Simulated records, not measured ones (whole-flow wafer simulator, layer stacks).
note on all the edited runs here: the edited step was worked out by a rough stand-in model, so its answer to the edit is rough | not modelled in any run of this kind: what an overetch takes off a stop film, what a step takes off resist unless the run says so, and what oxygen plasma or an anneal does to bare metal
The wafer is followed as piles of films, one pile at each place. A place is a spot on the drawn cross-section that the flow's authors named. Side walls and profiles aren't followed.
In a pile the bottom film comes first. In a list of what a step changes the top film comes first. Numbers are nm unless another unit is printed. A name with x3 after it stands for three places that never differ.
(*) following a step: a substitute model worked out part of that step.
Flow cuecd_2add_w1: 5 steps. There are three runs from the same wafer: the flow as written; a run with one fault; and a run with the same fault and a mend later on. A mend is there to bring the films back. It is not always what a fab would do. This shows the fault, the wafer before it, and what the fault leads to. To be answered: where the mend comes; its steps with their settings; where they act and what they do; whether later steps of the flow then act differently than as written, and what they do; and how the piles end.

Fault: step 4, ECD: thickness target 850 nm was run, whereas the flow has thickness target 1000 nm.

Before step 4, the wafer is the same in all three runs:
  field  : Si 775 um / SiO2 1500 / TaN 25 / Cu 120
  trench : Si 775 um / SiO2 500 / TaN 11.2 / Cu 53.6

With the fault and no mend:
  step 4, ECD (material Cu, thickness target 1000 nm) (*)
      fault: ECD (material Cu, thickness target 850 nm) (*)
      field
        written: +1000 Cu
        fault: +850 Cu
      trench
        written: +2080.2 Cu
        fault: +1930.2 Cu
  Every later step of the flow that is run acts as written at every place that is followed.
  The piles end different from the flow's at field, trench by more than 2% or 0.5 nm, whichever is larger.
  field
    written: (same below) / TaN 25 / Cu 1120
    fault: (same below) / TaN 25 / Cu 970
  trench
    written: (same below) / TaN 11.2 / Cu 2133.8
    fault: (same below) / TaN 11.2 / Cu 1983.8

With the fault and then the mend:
  The mend stands after step 5.
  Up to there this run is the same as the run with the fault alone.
  step 5a, ECD (material Cu, thickness target 150 nm) (a further turn of the flow's step 4, with different settings)
      field, trench
        +150 Cu
  Every later step of the flow that is run acts as written at every place that is followed.
  The piles end the same as the flow's at every place that both follow.
